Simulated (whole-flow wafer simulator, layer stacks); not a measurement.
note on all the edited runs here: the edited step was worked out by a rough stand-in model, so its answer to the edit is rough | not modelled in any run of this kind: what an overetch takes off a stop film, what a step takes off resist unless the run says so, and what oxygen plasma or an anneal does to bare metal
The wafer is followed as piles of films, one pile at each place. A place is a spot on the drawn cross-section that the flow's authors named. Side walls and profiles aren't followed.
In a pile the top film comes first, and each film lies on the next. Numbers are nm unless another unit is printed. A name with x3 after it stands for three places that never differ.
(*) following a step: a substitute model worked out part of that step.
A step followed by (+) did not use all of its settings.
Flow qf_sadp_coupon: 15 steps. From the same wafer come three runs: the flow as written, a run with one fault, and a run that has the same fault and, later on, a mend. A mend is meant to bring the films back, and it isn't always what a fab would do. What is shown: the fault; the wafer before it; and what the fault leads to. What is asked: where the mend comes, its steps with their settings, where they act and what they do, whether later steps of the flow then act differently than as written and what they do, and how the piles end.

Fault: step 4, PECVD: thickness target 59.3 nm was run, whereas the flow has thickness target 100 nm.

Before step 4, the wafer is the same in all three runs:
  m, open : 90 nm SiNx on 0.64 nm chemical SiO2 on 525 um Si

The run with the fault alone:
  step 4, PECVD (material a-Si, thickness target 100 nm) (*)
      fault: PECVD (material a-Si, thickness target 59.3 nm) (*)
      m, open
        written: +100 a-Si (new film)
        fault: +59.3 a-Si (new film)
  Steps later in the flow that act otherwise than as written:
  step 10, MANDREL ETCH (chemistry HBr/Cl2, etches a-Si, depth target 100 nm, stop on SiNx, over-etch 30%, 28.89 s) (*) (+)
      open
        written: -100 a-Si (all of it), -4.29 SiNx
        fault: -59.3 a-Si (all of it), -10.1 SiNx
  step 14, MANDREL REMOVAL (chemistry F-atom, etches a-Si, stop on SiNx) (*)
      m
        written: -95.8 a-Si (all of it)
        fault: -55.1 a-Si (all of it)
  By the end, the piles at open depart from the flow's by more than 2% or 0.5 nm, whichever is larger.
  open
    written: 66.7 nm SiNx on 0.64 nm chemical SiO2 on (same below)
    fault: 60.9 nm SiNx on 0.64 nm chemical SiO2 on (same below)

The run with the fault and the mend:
  The mend stands after step 4.
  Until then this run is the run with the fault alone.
  step 4a, ETCH (chemistry tmah, depth target 68.19 nm)
      m, open
        -59.3 a-Si (all of it)
  step 4b, PECVD (material a-Si, thickness target 100 nm) (*) (a further turn of the flow's step 4)
      m, open
        +100 a-Si (new film)
  Later steps of the flow that are run all act as written at every place that is followed.
  By the end, the piles equal the flow's at every place that both follow.
